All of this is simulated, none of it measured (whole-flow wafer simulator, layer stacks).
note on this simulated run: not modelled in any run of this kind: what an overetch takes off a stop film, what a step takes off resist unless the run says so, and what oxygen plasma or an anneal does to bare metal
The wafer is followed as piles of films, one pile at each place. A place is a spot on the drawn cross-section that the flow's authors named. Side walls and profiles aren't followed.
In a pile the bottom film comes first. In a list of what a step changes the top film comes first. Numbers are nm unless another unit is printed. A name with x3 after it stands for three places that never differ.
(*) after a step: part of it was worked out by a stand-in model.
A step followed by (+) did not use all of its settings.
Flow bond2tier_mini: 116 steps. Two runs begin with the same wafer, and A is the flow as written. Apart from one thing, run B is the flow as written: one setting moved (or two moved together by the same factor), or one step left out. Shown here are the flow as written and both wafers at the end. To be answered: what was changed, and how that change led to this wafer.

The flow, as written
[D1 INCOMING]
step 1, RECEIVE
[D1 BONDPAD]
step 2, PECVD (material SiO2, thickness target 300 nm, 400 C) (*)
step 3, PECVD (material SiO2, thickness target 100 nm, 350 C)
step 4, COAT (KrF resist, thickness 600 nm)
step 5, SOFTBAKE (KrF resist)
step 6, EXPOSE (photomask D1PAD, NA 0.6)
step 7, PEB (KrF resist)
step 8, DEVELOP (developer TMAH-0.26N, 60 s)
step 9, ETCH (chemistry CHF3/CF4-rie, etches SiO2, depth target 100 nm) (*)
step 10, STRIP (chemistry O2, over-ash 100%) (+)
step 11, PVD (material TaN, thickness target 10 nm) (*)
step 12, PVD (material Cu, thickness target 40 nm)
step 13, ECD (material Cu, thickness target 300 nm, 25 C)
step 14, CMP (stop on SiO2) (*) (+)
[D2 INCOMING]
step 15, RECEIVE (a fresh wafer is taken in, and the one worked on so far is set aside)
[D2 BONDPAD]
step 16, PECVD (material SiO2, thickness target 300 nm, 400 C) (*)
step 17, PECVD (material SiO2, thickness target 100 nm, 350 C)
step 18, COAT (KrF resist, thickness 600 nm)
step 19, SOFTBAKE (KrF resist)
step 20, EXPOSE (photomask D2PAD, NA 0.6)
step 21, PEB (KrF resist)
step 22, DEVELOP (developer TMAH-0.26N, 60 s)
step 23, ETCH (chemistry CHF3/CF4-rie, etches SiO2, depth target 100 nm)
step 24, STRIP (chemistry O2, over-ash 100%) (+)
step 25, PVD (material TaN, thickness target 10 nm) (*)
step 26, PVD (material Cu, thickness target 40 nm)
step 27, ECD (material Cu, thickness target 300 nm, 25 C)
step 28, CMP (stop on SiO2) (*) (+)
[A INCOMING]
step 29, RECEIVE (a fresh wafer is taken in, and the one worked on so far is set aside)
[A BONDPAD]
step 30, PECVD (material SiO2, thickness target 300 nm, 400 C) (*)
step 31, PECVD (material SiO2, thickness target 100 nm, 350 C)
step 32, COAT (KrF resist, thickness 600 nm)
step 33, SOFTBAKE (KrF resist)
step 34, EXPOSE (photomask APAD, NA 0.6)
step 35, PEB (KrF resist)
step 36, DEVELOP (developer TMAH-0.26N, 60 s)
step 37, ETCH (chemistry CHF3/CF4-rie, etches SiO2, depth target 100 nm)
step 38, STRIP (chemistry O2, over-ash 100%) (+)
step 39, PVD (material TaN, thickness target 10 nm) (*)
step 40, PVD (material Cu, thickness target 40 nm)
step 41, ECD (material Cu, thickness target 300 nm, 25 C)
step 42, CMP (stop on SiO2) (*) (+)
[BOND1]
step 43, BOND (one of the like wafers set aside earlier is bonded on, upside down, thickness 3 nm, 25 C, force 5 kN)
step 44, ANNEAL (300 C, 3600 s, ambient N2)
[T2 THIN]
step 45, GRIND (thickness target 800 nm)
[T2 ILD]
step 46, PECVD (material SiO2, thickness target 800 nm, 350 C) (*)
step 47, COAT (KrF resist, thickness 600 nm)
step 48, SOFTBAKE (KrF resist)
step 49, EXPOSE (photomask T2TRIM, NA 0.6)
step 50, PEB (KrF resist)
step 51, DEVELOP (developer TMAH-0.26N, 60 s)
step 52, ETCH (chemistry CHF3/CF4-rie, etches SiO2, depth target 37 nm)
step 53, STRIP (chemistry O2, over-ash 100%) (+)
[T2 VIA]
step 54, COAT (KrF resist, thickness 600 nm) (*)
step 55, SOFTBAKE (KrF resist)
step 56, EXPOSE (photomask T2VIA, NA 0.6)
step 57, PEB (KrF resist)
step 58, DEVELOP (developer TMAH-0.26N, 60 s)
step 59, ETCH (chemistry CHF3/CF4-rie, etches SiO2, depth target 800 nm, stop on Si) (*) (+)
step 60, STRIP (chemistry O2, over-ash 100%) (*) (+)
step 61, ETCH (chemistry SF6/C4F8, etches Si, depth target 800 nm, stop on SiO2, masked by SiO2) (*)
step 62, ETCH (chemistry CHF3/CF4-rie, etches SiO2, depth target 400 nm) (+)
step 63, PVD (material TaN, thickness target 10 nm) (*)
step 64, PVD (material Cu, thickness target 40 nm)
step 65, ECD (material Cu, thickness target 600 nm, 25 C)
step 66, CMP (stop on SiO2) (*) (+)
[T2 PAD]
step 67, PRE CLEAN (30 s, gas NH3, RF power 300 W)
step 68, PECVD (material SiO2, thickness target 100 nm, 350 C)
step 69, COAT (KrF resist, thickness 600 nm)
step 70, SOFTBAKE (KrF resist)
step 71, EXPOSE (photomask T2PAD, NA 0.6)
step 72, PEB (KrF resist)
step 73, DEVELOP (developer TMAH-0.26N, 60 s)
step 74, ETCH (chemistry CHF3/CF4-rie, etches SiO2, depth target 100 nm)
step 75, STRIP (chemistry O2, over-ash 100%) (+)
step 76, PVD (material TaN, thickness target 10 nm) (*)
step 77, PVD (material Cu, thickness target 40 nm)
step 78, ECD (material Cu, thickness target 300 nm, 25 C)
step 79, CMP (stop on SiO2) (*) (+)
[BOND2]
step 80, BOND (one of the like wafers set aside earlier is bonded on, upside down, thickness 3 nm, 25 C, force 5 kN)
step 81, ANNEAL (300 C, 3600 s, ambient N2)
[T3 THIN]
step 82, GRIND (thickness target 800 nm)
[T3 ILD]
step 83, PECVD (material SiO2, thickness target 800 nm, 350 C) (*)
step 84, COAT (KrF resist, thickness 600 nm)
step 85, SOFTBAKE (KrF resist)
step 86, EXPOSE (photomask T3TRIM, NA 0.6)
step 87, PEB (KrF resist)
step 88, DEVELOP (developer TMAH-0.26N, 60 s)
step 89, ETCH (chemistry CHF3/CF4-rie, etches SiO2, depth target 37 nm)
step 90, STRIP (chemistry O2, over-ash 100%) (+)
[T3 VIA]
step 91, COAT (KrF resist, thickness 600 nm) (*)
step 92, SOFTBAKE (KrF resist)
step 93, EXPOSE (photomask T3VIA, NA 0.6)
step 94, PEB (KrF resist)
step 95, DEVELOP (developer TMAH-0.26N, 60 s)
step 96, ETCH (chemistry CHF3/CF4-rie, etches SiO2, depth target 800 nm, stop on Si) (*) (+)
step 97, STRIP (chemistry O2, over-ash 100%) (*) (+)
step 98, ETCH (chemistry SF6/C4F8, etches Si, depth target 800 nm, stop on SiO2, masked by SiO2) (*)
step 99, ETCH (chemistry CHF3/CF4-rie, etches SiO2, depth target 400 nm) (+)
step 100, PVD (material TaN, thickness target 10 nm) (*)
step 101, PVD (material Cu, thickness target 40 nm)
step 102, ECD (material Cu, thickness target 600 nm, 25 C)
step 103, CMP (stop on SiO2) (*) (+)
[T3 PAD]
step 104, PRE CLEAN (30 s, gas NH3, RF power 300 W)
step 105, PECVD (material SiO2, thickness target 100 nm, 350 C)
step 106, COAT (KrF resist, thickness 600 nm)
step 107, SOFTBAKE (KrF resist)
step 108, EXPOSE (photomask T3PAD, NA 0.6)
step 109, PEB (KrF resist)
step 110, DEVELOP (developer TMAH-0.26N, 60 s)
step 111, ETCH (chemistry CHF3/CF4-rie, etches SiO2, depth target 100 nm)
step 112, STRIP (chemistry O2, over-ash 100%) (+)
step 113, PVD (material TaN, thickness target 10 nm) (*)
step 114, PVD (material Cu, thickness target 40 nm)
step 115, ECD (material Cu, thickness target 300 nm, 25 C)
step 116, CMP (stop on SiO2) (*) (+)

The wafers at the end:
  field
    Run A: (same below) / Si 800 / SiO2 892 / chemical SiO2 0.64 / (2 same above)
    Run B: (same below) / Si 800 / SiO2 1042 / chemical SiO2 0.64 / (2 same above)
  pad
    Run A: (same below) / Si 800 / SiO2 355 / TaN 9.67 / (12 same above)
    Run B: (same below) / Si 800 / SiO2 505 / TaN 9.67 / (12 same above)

What caused this: step 62, ETCH: depth target 250 nm was run, while the flow as written has depth target 400 nm.

How this came from the change, step by step:
  step 62, ETCH (chemistry CHF3/CF4-rie, etches SiO2, depth target 400 nm) (+)
      field, pad: A SiO2 loses 400 | B SiO2 loses 250
